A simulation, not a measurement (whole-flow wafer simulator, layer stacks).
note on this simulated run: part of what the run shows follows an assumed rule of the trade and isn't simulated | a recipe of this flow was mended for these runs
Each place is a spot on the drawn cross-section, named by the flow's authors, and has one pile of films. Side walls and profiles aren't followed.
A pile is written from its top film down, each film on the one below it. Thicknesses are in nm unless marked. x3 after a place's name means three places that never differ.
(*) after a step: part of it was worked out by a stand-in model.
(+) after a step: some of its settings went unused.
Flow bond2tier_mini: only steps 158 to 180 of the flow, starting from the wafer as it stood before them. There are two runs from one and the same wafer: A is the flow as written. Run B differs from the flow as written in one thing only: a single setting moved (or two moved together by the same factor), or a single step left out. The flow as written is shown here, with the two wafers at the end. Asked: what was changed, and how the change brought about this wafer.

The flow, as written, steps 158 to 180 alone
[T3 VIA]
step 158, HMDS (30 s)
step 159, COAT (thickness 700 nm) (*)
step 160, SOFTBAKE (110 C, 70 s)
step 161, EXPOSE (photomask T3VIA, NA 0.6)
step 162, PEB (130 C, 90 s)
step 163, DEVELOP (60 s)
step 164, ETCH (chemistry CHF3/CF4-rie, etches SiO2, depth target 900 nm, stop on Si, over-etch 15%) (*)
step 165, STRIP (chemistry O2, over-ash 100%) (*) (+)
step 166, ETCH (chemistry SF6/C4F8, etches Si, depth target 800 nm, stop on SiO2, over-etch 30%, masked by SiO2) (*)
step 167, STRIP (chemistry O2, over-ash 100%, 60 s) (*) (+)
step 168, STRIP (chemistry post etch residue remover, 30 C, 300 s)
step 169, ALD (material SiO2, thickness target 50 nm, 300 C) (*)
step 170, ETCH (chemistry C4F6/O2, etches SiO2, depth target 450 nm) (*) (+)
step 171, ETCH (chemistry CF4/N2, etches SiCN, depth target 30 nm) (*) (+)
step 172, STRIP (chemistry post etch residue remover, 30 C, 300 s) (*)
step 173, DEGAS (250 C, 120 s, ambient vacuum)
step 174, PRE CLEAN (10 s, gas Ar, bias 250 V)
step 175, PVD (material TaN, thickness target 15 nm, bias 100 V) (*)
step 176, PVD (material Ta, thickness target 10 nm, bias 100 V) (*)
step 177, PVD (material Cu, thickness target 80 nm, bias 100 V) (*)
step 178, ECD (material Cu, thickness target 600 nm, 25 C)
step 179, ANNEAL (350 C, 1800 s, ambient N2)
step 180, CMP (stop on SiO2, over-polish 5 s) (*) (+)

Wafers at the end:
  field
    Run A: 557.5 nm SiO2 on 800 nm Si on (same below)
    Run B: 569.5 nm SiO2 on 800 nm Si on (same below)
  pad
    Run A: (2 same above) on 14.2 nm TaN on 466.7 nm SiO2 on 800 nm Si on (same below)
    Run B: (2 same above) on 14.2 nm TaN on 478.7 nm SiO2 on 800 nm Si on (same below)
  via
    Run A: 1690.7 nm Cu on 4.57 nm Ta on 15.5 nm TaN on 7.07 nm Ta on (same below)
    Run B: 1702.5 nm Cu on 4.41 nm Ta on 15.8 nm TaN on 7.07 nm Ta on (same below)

The reason: step 169, ALD: thickness target 62 nm was run, while the flow as written has thickness target 50 nm.

The path from the change to this, step by step:
  step 169, ALD (material SiO2, thickness target 50 nm, 300 C) (*)
      field, pad, via: A SiO2 gains 50 | B SiO2 gains 62
  step 170, ETCH (chemistry C4F6/O2, etches SiO2, depth target 450 nm) (*) (+)
      via: A SiO2 loses 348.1 (all of it), SiCN loses 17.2 | B SiO2 loses 360.1 (all of it), SiCN loses 15.2
  step 171, ETCH (chemistry CF4/N2, etches SiCN, depth target 30 nm) (*) (+)
      via: A SiCN loses 17.6 (all of it), TaN loses 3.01 | B SiCN loses 19.7 (all of it), TaN loses 2.52
  step 177, PVD (material Cu, thickness target 80 nm, bias 100 V) (*)
      via: A Cu gains 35 (new film) | B Cu gains 33.7 (new film)
